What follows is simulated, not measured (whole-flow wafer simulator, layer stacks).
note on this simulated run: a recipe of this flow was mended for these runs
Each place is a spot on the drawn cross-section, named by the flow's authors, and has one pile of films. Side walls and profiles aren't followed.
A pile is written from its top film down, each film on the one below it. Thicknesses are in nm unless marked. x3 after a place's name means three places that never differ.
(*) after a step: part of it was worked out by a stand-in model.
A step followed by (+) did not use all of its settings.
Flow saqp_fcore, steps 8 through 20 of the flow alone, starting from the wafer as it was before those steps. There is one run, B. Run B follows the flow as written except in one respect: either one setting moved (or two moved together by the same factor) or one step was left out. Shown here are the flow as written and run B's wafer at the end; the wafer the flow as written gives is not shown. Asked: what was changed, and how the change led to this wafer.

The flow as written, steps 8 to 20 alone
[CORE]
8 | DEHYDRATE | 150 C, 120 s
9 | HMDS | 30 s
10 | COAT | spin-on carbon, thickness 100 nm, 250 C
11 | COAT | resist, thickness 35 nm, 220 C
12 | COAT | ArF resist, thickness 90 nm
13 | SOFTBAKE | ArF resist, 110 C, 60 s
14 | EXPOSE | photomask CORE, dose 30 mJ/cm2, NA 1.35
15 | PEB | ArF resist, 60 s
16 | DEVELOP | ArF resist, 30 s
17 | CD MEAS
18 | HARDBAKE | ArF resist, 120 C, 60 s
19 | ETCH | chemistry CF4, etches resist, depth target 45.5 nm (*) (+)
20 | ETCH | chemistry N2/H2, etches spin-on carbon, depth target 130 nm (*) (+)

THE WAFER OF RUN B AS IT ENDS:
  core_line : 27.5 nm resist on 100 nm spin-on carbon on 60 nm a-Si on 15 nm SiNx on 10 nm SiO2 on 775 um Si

What caused this: step 12, COAT: thickness 63.7 nm was run, whereas the flow has thickness 90 nm.

Step by step, how the change led to this:
  12 | COAT | ArF resist, thickness 90 nm
      field x2, core_line: ArF resist gains 63.7 (new film) (in the flow as written it would be: ArF resist gains 90 (new film))
  16 | DEVELOP | ArF resist, 30 s
      field x2: ArF resist loses 63.4 (all of it) (in the flow as written it would be: ArF resist loses 89.6 (all of it))
  20 | ETCH | chemistry N2/H2, etches spin-on carbon, depth target 130 nm (*) (+)
      core_line: ArF resist loses 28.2 (all of it), resist loses 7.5 (in the flow as written it would be: ArF resist loses 53.9 (all of it), resist loses 6.44)
